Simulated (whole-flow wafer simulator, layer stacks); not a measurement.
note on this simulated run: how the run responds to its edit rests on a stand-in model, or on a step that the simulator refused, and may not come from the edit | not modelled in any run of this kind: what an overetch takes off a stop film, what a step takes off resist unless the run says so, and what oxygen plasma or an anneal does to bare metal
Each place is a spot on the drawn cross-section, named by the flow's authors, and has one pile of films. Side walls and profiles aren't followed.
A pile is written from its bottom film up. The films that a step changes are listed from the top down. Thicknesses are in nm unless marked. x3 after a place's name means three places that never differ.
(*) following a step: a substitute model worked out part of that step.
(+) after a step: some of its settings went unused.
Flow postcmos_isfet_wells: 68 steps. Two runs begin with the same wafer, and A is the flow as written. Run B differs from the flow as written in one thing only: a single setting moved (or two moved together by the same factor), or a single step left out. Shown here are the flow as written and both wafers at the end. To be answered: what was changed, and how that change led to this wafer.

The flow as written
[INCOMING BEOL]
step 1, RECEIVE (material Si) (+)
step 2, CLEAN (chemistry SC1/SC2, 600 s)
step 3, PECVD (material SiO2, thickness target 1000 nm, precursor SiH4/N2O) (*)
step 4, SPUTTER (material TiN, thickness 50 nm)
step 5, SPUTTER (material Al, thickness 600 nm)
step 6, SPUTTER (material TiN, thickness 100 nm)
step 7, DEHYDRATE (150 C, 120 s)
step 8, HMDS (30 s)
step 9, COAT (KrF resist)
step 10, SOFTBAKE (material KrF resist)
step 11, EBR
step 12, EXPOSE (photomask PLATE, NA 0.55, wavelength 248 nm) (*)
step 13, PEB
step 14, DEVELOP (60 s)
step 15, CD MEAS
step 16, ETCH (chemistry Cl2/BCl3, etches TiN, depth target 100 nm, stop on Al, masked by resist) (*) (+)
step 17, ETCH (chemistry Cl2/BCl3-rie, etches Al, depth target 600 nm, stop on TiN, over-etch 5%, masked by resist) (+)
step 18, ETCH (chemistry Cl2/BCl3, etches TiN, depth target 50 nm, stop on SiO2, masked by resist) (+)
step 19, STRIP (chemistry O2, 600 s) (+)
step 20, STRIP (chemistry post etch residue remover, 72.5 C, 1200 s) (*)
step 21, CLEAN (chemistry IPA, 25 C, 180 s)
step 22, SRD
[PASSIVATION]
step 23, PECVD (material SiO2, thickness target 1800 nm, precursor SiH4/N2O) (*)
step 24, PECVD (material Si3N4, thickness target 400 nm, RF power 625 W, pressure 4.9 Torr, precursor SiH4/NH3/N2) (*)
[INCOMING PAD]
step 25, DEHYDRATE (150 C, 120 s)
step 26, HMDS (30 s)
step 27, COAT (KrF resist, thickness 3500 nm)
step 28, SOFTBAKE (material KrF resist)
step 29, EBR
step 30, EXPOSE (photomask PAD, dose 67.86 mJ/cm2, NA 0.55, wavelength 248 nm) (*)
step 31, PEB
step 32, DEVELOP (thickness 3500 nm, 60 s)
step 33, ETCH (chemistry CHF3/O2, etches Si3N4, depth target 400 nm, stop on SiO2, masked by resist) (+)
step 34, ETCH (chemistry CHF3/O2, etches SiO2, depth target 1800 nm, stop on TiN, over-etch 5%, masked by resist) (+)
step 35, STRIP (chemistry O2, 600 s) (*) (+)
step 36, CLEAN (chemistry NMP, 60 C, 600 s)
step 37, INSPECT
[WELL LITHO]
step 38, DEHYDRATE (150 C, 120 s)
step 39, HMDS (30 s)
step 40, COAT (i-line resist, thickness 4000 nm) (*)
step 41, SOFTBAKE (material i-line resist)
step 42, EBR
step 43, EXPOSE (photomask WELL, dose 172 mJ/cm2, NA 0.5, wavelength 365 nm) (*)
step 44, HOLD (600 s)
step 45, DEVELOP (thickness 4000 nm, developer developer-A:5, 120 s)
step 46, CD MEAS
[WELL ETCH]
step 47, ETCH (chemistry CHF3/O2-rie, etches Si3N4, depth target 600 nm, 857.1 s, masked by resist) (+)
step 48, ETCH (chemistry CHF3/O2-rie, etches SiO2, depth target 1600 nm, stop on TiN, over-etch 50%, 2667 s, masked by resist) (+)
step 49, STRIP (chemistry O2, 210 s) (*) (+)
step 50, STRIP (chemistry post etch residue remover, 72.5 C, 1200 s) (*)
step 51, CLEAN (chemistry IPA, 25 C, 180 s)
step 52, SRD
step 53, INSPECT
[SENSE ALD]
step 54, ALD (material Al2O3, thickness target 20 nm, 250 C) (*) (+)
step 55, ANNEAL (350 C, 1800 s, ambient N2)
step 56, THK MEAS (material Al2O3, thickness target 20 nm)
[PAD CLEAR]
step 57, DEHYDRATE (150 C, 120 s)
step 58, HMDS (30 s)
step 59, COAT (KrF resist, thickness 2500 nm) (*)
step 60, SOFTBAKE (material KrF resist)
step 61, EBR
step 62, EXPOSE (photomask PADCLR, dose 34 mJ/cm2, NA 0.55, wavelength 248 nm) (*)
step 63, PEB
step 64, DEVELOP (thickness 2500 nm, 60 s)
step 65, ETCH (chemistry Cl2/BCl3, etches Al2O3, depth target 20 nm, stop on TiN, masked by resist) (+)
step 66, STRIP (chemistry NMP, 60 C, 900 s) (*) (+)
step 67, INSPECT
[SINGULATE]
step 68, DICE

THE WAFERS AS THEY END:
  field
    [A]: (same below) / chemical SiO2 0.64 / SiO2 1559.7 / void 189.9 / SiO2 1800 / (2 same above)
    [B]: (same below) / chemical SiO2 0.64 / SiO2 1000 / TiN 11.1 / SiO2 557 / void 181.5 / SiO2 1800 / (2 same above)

Cause: step 18, ETCH: depth target 38.5 nm was run, while the flow as written has depth target 50 nm.

The path from the change to this, step by step:
  step 18, ETCH (chemistry Cl2/BCl3, etches TiN, depth target 50 nm, stop on SiO2, masked by resist) (+)
      field: A -50 TiN (all of it) | B -38.5 TiN
      margin, well900, well1300 x3, pad_rim, pad_clr, pad_open: A -20 KrF resist | B -15.4 KrF resist
  step 23, PECVD (material SiO2, thickness target 1800 nm, precursor SiH4/N2O) (*)
      field: A +1800 SiO2 (new film), +189.9 void (new film), +559.7 SiO2 | B +1800 SiO2 (new film), +181.5 void (new film), +557 SiO2 (new film)
Taking metal films that touch as one body, field has 1 body; the flow as written gives 0 bodies.
